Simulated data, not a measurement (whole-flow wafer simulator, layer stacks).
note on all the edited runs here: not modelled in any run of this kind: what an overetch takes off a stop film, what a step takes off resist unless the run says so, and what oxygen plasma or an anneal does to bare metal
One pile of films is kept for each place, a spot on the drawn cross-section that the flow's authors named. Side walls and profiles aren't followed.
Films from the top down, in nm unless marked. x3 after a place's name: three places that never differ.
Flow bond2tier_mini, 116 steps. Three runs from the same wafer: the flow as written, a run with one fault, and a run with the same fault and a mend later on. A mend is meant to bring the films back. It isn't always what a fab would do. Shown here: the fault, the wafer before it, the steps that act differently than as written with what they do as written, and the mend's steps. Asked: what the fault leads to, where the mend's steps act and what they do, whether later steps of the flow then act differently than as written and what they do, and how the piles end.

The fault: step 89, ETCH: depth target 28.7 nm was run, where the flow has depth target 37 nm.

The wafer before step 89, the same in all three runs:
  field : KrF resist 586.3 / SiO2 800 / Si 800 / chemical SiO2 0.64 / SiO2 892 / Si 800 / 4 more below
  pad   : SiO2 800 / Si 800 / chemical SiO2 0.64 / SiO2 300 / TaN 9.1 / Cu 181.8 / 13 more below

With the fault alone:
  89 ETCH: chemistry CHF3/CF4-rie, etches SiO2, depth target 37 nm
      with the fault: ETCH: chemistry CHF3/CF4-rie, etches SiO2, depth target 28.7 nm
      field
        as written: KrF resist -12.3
        with the fault: KrF resist -9.57
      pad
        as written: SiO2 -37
        with the fault: SiO2 -28.7
  No later step of the flow acts differently than as written, at any place that is followed, by more than 2% or 0.5 nm, whichever is larger.
  At the end the piles differ from the flow's by more than 2% or 0.5 nm, whichever is larger, at pad.
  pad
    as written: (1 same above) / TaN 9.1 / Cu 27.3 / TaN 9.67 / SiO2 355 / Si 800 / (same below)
    with the fault: (1 same above) / TaN 9.1 / Cu 19 / TaN 9.74 / SiO2 363.3 / Si 800 / (same below)

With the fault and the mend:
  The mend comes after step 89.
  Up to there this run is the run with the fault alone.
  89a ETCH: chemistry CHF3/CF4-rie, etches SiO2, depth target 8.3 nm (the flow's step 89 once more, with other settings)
      field
        KrF resist -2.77
      pad
        SiO2 -8.3
  No later step of the flow acts differently than as written at any place that is followed.
  At the end the piles are the same as the flow's at every place that both follow.
